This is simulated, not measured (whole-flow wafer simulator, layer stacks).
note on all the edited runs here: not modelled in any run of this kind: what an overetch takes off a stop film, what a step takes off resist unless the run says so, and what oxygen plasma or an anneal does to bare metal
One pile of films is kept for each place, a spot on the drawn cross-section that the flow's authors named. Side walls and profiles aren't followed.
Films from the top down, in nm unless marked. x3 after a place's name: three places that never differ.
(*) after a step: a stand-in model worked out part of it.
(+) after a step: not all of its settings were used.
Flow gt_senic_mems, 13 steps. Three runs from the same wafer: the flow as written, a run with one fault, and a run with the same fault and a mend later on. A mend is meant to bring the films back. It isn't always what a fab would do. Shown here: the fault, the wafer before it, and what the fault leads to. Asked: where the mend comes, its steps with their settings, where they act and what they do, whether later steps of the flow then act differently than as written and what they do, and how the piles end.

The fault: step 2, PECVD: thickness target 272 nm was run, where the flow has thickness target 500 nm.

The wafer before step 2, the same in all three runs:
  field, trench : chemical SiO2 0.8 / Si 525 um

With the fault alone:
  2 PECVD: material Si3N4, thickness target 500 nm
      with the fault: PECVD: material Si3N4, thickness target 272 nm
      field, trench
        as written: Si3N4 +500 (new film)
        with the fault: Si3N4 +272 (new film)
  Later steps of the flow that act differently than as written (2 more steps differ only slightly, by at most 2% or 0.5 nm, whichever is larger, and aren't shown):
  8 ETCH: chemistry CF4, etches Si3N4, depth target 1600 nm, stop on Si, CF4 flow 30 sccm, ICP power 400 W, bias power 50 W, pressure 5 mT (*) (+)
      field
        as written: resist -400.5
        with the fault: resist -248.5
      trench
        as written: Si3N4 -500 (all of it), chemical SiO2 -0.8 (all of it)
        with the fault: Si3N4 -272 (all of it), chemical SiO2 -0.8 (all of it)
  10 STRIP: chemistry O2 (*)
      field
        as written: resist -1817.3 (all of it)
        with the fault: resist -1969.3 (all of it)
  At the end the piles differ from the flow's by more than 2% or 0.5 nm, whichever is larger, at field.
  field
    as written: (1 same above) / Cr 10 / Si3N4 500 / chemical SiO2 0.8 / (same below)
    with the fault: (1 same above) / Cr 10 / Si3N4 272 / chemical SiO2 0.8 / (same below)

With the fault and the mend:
  The mend comes after step 7.
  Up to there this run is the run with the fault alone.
  7a STRIP: chemistry O2 (*)
      field
        resist -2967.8 (all of it)
  7b PECVD: material Si3N4, thickness target 228 nm (the flow's step 2 once more, with other settings)
      field, trench
        Si3N4 +228
  7c HMDS (the flow's step 3 once more)
      changes no film at any place that is followed
  7d COAT: resist, thickness 3000 nm (the flow's step 4 once more)
      field, trench
        resist +3000 (new film)
  7e SOFTBAKE: resist (the flow's step 5 once more)
      changes no film at any place that is followed
  7f EXPOSE: photomask DEVICE, dose 108.9 mJ/cm2, wavelength 405 nm (*) (the flow's step 6 once more)
      changes no film at any place that is followed
  7g DEVELOP: resist, thickness 3000 nm, developer developer-E, 60 s (the flow's step 7 once more)
      field
        resist -32.2
      trench
        resist -3000 (all of it)
  No later step of the flow acts differently than as written at any place that is followed.
  At the end the piles are the same as the flow's at every place that both follow.
